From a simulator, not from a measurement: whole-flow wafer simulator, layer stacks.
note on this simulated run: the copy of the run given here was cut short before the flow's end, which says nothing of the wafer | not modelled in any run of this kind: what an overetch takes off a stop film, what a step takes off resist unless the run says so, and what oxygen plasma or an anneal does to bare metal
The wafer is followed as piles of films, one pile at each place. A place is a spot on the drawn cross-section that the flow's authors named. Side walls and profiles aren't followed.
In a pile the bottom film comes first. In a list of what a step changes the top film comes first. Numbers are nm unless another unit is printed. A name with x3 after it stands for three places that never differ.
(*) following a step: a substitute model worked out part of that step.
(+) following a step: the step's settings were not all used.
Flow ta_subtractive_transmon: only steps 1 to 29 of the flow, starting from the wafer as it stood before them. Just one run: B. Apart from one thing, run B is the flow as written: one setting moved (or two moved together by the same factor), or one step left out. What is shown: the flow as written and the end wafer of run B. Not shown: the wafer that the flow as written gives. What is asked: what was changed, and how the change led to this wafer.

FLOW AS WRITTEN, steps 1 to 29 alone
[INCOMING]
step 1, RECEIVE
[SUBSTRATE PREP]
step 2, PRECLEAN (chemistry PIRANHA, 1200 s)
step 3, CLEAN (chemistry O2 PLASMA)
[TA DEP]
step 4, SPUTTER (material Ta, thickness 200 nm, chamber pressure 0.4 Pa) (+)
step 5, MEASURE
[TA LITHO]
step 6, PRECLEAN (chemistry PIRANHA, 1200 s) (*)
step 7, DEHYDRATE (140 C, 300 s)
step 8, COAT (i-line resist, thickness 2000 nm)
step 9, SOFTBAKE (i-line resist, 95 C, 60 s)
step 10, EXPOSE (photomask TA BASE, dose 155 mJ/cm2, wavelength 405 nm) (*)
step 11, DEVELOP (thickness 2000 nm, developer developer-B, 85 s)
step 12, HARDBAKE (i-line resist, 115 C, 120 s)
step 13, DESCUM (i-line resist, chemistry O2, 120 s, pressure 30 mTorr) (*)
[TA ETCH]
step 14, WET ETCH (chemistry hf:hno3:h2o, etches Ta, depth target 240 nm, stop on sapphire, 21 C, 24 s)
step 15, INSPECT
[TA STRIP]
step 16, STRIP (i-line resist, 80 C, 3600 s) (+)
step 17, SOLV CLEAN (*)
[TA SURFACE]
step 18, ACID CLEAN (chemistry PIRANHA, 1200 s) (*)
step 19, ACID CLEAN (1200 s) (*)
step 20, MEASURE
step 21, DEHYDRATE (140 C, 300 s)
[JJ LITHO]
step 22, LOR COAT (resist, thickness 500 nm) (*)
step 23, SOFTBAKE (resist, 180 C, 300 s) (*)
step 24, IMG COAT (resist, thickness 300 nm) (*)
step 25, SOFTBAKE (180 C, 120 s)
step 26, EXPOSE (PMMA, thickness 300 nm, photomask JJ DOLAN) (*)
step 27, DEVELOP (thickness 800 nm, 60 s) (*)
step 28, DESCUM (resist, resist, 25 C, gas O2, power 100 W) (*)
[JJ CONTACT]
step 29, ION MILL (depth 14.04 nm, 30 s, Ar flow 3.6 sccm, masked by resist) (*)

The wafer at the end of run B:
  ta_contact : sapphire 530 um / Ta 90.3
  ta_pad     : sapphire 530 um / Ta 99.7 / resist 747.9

The reason: step 4, SPUTTER: thickness 100 nm was run, whereas the flow has thickness 200 nm.

Step by step, how the change led to this:
  step 4, SPUTTER (material Ta, thickness 200 nm, chamber pressure 0.4 Pa) (+)
      field x2, jj_line, lead, ta_contact, ta_pad: Ta gains 100 (new film) (in the flow as written it would be: Ta gains 200 (new film))
  step 14, WET ETCH (chemistry hf:hno3:h2o, etches Ta, depth target 240 nm, stop on sapphire, 21 C, 24 s)
      field x2, jj_line, lead: Ta loses 100 (all of it) (in the flow as written it would be: Ta loses 200 (all of it))
  step 22, LOR COAT (resist, thickness 500 nm) (*)
      lead: resist gains 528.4 (new film) (in the flow as written it would be: resist gains 554.8 (new film))
      ta_contact: resist gains 470.6 (new film) (in the flow as written it would be: resist gains 443.8 (new film))
  step 24, IMG COAT (resist, thickness 300 nm) (*)
      lead: resist gains 306.2 (in the flow as written it would be: resist gains 312.6)
      ta_contact: resist gains 293.9 (in the flow as written it would be: resist gains 287.4)
      (as well as at 1 more place)
  step 27, DEVELOP (thickness 800 nm, 60 s) (*)
      lead: resist loses 834.6 (all of it) (in the flow as written it would be: resist loses 867.4 (all of it))
      ta_contact: resist loses 764.5 (all of it) (in the flow as written it would be: resist loses 731.2 (all of it))
